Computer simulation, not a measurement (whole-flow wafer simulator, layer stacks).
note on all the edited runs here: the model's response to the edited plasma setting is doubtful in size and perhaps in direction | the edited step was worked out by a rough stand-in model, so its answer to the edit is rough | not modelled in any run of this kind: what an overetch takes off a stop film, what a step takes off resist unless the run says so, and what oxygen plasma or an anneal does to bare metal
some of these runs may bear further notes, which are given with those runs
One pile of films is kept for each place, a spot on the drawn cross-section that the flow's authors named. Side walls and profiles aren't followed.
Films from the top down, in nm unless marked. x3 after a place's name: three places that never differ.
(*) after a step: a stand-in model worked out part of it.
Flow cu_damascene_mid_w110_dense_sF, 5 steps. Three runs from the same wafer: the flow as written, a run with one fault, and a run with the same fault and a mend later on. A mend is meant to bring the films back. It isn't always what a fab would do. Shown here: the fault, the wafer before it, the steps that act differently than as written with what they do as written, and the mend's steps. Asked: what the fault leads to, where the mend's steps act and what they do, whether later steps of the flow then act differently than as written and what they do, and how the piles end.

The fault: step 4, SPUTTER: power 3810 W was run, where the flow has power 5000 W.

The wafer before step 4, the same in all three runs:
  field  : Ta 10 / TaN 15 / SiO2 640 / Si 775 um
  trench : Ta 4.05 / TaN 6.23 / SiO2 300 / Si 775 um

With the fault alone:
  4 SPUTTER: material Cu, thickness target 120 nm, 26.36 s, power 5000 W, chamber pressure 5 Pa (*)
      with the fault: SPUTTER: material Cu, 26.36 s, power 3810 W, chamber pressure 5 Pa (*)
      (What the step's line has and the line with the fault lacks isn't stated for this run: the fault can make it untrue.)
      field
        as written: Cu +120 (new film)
        with the fault: Cu +84.6 (new film)
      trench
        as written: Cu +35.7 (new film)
        with the fault: Cu +29.5 (new film)
  Later steps of the flow that act differently than as written:
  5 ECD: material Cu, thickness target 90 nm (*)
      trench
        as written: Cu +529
        with the fault: Cu +499.8
  At the end the piles differ from the flow's by more than 2% or 0.5 nm, whichever is larger, at field, trench.
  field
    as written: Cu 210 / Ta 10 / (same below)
    with the fault: Cu 174.6 / Ta 10 / (same below)
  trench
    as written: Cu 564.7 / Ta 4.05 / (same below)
    with the fault: Cu 529.3 / Ta 4.05 / (same below)

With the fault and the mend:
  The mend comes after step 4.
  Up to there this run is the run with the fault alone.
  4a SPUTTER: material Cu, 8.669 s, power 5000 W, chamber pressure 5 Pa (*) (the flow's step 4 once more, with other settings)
      field
        Cu +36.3
      trench
        Cu +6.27
  No later step of the flow acts differently than as written, at any place that is followed, by more than 2% or 0.5 nm, whichever is larger.
  At the end the piles differ from the flow's only slightly at the places that both follow, by at most 2% or 0.5 nm, whichever is larger.
